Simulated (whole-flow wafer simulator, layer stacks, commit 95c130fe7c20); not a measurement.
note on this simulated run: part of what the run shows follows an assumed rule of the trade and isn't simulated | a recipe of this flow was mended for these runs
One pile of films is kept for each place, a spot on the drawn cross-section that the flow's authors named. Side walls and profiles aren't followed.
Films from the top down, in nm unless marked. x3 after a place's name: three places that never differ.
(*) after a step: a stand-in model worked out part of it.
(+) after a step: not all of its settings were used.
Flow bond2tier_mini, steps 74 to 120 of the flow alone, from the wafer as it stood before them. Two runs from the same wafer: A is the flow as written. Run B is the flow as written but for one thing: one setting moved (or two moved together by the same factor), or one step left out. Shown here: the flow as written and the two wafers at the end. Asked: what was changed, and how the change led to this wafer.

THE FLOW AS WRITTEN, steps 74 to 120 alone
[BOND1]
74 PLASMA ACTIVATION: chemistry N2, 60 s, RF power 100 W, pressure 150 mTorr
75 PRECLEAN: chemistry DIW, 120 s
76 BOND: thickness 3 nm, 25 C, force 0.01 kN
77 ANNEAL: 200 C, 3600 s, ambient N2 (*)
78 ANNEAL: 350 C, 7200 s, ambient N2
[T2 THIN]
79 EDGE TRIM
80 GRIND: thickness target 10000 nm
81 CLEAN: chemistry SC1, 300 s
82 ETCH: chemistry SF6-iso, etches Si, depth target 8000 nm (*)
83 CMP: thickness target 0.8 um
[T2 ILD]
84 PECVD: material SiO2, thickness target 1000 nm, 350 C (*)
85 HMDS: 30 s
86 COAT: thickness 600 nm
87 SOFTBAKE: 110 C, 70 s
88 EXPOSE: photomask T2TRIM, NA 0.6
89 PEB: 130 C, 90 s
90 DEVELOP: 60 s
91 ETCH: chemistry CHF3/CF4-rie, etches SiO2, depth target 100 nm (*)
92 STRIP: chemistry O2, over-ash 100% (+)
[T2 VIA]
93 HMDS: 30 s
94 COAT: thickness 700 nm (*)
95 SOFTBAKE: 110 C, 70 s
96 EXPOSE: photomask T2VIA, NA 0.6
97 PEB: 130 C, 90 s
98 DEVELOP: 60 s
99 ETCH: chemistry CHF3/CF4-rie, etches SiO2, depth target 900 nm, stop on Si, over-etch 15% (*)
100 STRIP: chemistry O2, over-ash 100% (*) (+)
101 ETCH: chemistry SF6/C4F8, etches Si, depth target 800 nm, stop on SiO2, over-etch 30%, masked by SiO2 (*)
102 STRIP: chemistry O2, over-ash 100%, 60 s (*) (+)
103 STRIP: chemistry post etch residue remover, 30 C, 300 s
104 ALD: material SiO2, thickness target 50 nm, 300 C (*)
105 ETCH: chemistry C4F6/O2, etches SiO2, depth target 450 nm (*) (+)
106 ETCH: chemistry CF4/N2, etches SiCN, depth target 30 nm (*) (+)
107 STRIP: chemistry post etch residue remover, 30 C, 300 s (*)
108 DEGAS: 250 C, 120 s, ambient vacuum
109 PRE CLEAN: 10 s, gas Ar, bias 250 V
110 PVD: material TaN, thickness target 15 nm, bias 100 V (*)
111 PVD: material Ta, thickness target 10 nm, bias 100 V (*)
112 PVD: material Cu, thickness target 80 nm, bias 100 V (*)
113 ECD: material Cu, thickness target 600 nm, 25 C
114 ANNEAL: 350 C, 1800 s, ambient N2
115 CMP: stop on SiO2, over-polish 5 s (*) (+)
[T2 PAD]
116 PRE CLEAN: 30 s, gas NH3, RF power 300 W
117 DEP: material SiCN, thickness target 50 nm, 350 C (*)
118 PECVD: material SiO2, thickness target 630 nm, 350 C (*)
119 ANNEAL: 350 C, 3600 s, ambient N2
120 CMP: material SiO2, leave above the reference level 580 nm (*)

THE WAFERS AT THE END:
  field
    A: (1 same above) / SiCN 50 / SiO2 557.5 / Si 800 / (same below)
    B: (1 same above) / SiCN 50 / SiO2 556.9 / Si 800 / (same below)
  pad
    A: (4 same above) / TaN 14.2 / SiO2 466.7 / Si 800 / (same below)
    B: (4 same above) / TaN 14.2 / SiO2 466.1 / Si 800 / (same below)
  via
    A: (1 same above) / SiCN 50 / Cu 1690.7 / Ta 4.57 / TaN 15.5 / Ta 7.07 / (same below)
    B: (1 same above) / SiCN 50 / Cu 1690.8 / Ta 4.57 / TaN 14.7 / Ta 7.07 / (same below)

The cause: step 109, PRE CLEAN: 12 s was run, where the flow has 10 s.

How the change led to this, step by step:
  109 PRE CLEAN: 10 s, gas Ar, bias 250 V
      field, pad: A SiO2 -3 | B SiO2 -3.6
      via: A TaN -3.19 | B TaN -3.97
